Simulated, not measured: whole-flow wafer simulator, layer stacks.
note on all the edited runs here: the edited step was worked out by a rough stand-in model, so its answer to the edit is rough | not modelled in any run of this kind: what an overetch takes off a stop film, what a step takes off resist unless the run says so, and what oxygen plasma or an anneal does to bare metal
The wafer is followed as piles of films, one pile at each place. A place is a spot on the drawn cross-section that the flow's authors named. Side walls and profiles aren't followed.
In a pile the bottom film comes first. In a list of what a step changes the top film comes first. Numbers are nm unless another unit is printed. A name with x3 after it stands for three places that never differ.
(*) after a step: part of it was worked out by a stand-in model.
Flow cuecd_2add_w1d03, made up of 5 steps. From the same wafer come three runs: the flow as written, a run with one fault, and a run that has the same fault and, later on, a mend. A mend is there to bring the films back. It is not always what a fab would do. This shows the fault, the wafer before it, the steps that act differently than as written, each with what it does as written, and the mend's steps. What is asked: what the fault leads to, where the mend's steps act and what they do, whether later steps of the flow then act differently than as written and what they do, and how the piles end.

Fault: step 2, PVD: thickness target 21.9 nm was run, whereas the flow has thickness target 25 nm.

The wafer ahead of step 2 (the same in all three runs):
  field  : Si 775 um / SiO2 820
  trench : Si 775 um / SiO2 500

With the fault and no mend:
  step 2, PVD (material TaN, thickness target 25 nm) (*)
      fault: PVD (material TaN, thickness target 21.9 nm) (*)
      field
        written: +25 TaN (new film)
        fault: +21.9 TaN (new film)
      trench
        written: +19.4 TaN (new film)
        fault: +17 TaN (new film)
  None of the later steps of the flow differs from how it acts as written, at any place that is followed, by more than 2% or 0.5 nm, whichever is larger.
  By the end, the piles at field, trench depart from the flow's by more than 2% or 0.5 nm, whichever is larger.
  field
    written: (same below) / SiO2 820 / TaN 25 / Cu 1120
    fault: (same below) / SiO2 820 / TaN 21.9 / Cu 1120
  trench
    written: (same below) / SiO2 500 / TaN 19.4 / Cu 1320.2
    fault: (same below) / SiO2 500 / TaN 17 / Cu 1319.4

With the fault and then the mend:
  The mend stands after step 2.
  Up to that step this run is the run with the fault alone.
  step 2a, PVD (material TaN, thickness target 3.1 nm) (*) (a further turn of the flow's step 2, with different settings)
      field
        +3.1 TaN
      trench
        +2.38 TaN
  None of the later steps of the flow acts differently than as written at any place that is followed.
  At the end the piles are close to the flow's at the places that both follow, differing by at most 2% or 0.5 nm, whichever is larger.
